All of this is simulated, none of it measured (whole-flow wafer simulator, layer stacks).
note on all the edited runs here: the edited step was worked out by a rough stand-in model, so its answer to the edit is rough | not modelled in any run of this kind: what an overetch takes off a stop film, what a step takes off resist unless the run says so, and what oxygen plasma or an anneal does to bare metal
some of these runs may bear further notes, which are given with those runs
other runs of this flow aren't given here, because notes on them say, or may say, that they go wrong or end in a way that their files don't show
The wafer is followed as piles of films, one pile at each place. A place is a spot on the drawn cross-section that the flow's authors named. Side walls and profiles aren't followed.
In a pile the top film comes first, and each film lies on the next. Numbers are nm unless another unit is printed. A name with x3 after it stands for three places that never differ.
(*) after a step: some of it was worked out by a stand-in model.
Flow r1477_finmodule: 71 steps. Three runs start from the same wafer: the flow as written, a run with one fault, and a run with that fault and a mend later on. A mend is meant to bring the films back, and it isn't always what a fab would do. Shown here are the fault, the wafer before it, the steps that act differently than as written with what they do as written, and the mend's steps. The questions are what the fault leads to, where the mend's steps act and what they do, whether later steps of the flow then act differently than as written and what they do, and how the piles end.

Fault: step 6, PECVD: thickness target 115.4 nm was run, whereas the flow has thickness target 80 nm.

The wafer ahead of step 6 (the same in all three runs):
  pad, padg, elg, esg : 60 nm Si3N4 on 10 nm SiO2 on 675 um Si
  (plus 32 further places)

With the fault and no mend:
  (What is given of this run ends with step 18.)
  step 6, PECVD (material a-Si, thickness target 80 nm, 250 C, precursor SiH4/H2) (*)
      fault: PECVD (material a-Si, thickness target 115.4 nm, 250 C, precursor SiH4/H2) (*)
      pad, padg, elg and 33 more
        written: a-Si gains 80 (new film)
        fault: a-Si gains 115.4 (new film)
  Later steps of the flow acting differently than as written:
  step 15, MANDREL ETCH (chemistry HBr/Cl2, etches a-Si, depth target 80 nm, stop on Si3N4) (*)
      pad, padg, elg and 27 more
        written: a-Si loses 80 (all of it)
        fault: a-Si loses 80
  After step 18, at pad, padg, elg and 33 more, the piles differ from the flow's by more than 2% or 0.5 nm, whichever is larger.
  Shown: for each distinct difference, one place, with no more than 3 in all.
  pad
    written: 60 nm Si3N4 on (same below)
    fault: 35.4 nm a-Si on 60 nm Si3N4 on (same below)
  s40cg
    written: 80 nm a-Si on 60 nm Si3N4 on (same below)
    fault: 115.4 nm a-Si on 60 nm Si3N4 on (same below)

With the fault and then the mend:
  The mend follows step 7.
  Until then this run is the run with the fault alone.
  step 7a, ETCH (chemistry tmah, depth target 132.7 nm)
      pad, padg, elg and 33 more
        a-Si loses 115.4 (all of it)
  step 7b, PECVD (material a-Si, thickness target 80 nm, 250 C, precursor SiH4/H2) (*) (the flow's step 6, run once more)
      pad, padg, elg and 33 more
        a-Si gains 80 (new film)
  None of the later steps of the flow acts differently than as written at any place that is followed.
  By the end, the piles equal the flow's at every place that both follow.
